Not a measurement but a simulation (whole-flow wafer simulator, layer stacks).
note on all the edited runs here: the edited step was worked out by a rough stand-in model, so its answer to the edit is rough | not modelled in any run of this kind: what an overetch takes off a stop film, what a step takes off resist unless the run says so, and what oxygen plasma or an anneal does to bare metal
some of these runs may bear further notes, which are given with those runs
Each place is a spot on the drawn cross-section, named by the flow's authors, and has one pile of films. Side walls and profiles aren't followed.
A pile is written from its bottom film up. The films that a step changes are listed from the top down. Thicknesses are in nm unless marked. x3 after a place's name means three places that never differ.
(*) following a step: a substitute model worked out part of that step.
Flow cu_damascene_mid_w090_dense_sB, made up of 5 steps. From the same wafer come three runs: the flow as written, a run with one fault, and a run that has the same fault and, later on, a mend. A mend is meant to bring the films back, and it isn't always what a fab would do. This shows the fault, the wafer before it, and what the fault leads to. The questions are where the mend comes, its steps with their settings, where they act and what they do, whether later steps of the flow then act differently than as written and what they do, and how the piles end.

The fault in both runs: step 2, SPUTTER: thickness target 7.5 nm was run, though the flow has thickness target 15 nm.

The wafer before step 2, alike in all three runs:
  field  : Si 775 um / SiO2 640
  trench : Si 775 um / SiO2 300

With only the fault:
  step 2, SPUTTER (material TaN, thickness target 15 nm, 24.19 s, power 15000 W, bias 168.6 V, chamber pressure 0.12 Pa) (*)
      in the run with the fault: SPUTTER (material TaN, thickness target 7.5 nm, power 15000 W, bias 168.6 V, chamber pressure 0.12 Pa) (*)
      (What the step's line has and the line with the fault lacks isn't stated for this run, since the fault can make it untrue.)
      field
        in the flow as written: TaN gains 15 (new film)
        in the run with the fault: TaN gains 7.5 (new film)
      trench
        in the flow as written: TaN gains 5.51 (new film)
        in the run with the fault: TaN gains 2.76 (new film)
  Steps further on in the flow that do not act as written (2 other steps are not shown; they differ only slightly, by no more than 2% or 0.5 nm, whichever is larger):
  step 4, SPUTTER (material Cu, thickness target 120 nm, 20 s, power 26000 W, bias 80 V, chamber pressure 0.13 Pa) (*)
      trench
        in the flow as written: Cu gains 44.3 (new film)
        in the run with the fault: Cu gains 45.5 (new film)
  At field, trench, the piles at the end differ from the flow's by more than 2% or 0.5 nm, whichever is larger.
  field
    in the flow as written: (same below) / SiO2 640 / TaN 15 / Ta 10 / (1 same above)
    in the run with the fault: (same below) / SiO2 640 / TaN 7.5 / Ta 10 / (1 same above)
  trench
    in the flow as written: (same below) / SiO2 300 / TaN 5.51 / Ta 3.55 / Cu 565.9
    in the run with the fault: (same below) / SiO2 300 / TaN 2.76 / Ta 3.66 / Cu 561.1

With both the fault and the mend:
  The mend follows step 2.
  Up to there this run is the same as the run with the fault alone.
  step 2a, SPUTTER (material TaN, thickness target 7.5 nm, power 15000 W, bias 168.6 V, chamber pressure 0.12 Pa) (*) (a further turn of the flow's step 2, with different settings)
      field
        TaN gains 7.5
      trench
        TaN gains 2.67
  None of the later steps of the flow differs from how it acts as written, at any place that is followed, by more than 2% or 0.5 nm, whichever is larger.
  When the end is reached, the piles differ only a little from the flow's at the places that both follow, at most by 2% or 0.5 nm, whichever is larger.
